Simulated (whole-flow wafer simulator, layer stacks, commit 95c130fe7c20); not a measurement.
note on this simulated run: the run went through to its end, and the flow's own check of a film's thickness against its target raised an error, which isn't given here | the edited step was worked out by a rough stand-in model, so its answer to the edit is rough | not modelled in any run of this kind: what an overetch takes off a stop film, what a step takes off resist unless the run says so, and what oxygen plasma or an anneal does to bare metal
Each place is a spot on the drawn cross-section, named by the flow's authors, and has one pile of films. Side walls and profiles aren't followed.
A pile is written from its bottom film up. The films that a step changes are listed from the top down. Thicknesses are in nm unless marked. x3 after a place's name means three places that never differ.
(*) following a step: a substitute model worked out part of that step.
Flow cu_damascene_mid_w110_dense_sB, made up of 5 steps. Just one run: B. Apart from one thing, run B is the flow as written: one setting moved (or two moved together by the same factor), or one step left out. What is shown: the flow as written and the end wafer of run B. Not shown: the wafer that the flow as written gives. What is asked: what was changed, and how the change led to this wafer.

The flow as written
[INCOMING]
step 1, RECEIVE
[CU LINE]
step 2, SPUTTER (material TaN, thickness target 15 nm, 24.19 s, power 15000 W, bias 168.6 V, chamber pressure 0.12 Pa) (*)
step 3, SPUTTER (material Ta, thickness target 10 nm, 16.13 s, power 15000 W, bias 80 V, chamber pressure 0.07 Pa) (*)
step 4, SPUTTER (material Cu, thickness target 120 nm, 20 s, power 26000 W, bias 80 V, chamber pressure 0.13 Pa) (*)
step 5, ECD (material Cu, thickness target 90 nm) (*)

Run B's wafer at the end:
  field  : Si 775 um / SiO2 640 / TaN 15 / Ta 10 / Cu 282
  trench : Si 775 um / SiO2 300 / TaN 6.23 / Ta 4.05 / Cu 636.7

The reason: step 4, SPUTTER: thickness target 192 nm was run, whereas the flow has thickness target 120 nm; step 4, SPUTTER: 32 s was run, where the flow has 20 s.

Step by step, how the change led to this:
  step 4, SPUTTER (material Cu, thickness target 120 nm, 20 s, power 26000 W, bias 80 V, chamber pressure 0.13 Pa) (*)
      field: +192 Cu (new film) (it would be, as written: +120 Cu (new film))
      trench: +79.9 Cu (new film) (it would be, as written: +49.9 Cu (new film))
  step 5, ECD (material Cu, thickness target 90 nm) (*)
      trench: +556.8 Cu (it would be, as written: +514.8 Cu)
